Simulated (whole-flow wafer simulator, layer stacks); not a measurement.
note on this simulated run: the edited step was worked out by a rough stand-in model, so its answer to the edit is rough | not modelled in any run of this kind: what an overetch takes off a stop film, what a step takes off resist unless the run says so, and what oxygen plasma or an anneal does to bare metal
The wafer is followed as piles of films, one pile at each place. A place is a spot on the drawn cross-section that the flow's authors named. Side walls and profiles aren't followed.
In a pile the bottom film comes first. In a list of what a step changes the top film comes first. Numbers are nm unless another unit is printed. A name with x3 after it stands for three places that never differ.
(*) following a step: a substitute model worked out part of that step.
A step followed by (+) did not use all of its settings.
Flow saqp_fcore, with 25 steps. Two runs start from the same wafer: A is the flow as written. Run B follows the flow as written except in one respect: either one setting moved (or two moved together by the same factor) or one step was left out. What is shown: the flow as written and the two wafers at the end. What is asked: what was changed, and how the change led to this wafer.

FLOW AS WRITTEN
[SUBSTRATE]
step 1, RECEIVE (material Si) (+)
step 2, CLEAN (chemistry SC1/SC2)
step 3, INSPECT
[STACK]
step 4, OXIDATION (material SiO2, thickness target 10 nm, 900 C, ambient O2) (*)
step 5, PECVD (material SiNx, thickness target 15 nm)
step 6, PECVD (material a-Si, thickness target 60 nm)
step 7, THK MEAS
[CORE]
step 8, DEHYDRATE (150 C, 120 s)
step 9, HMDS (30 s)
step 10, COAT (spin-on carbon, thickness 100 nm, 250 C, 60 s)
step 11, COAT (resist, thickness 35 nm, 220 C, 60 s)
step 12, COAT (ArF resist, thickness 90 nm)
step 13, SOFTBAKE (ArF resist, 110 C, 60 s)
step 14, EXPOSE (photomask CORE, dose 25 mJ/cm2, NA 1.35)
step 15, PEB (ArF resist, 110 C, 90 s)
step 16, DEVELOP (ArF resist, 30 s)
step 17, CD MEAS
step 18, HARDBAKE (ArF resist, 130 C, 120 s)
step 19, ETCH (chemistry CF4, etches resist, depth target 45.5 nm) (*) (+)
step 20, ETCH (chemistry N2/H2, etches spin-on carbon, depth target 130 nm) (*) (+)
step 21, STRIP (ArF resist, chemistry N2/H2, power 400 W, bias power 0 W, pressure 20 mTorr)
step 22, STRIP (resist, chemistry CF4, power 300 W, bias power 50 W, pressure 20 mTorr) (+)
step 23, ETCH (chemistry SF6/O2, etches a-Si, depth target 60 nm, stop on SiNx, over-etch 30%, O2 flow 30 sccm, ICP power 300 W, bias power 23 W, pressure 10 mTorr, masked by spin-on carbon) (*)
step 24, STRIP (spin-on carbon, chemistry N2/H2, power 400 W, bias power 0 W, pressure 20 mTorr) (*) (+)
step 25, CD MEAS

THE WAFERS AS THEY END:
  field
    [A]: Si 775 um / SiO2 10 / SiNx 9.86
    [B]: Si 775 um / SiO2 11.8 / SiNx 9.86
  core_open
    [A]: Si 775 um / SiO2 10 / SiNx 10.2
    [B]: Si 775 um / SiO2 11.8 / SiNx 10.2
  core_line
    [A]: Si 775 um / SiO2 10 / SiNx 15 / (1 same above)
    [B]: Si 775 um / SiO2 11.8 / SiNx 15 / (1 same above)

What caused this: step 4, OXIDATION: thickness target 11.8 nm was run, while the flow as written has thickness target 10 nm.
The wafer lets one read it off: field has SiO2 11.8, and step 4 as written asks for 10 nm.

How this came from the change, step by step:
  step 4, OXIDATION (material SiO2, thickness target 10 nm, 900 C, ambient O2) (*)
      field, core_open, core_line: A SiO2 gains 10 (new film), chemical SiO2 loses 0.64 (all of it), Si loses 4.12 | B SiO2 gains 11.8 (new film), chemical SiO2 loses 0.64 (all of it), Si loses 4.91
